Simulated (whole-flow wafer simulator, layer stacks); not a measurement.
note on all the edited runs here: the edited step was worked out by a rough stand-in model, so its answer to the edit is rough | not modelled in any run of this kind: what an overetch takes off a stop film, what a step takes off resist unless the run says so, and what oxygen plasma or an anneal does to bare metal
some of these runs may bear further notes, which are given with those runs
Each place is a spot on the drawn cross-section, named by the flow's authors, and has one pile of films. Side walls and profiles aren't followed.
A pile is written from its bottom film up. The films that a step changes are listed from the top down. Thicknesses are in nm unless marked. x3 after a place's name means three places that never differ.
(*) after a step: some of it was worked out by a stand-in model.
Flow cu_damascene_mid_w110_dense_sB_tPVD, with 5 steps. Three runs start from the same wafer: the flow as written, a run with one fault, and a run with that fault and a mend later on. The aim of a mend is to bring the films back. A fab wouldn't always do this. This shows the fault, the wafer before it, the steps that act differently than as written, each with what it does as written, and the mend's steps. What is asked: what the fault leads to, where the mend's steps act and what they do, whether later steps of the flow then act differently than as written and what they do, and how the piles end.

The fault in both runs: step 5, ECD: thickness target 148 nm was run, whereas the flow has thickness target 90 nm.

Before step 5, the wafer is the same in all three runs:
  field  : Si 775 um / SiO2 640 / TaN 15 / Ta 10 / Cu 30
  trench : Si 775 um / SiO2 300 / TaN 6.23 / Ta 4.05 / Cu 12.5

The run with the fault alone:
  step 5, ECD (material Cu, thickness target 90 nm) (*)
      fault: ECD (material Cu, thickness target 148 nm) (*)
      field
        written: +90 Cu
        fault: +148 Cu
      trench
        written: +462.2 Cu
        fault: +520.2 Cu
  Every later step of the flow that is run acts as written at every place that is followed.
  The piles end different from the flow's at field, trench by more than 2% or 0.5 nm, whichever is larger.
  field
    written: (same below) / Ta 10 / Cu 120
    fault: (same below) / Ta 10 / Cu 178
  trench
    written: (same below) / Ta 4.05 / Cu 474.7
    fault: (same below) / Ta 4.05 / Cu 532.7

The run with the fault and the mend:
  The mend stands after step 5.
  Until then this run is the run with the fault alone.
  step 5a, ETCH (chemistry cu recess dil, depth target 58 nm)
      field, trench
        -58 Cu
  Every later step of the flow that is run acts as written at every place that is followed.
  The piles end the same as the flow's at every place that both follow.
